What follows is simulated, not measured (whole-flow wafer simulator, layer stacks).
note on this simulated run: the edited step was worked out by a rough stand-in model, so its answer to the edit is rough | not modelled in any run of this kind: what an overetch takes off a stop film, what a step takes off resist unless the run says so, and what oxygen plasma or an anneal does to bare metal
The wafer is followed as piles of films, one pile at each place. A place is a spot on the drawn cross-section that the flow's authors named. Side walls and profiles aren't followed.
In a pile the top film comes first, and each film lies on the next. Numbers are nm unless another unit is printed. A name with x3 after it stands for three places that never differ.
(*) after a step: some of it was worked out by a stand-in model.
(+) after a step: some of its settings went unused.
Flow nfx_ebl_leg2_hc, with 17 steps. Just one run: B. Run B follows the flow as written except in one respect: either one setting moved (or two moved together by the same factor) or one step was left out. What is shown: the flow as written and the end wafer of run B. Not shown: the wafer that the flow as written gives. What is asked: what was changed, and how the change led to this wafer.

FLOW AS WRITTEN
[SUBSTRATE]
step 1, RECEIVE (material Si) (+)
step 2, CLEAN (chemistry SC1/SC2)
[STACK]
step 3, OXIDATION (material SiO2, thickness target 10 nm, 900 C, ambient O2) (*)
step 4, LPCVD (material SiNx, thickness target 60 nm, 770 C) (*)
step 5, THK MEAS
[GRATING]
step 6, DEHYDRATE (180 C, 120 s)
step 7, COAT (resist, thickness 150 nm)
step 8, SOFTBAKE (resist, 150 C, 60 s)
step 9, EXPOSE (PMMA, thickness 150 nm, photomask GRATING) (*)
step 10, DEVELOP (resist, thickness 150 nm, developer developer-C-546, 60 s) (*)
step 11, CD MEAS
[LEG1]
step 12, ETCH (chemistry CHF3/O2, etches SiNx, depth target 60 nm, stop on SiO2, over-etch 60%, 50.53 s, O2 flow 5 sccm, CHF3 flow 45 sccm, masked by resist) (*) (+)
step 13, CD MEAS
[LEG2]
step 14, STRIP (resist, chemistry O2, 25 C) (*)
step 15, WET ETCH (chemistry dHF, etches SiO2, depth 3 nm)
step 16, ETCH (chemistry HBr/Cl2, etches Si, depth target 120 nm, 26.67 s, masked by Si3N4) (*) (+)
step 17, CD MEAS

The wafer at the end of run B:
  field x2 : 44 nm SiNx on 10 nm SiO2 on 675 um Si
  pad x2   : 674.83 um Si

The reason: step 16, ETCH: depth target 168 nm was run, whereas the flow has depth target 120 nm; step 16, ETCH: 37.33 s was run, where the flow has 26.67 s.

Step by step, how the change led to this:
  step 16, ETCH (chemistry HBr/Cl2, etches Si, depth target 120 nm, 26.67 s, masked by Si3N4) (*) (+)
      field x2: -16 SiNx (it would be, as written: -11.4 SiNx)
      pad x2: -168 Si (it would be, as written: -120 Si)
